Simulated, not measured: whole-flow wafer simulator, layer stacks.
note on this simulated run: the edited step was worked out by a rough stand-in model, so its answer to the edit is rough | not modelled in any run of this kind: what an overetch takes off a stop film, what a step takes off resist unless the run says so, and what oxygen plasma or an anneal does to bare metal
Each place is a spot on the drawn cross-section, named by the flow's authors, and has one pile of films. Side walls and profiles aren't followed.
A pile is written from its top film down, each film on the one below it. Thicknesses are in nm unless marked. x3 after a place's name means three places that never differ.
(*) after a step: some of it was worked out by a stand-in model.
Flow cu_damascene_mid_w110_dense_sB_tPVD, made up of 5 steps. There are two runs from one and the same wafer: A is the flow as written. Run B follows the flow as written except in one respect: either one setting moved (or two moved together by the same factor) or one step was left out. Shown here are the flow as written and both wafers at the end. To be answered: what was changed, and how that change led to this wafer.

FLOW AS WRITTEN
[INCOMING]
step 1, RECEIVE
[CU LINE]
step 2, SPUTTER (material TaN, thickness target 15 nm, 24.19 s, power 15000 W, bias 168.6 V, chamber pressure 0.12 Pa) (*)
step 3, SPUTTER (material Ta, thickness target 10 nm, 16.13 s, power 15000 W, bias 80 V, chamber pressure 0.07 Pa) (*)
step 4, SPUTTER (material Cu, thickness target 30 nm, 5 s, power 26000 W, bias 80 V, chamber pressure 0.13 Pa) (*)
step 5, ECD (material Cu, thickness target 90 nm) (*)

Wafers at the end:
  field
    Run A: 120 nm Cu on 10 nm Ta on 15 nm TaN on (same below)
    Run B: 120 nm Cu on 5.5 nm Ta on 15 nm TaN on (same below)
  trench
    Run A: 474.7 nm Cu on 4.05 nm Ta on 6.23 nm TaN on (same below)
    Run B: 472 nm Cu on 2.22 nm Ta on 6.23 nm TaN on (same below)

The reason: step 3, SPUTTER: thickness target 5.5 nm was run, whereas the flow has thickness target 10 nm; step 3, SPUTTER: 8.87 s was run, where the flow has 16.13 s.
One can read it off the wafer: field has Ta 5.5, and step 3 as written asks for 10 nm.

How this came from the change, step by step:
  step 3, SPUTTER (material Ta, thickness target 10 nm, 16.13 s, power 15000 W, bias 80 V, chamber pressure 0.07 Pa) (*)
      field: A +10 Ta (new film) | B +5.5 Ta (new film)
      trench: A +4.05 Ta (new film) | B +2.22 Ta (new film)
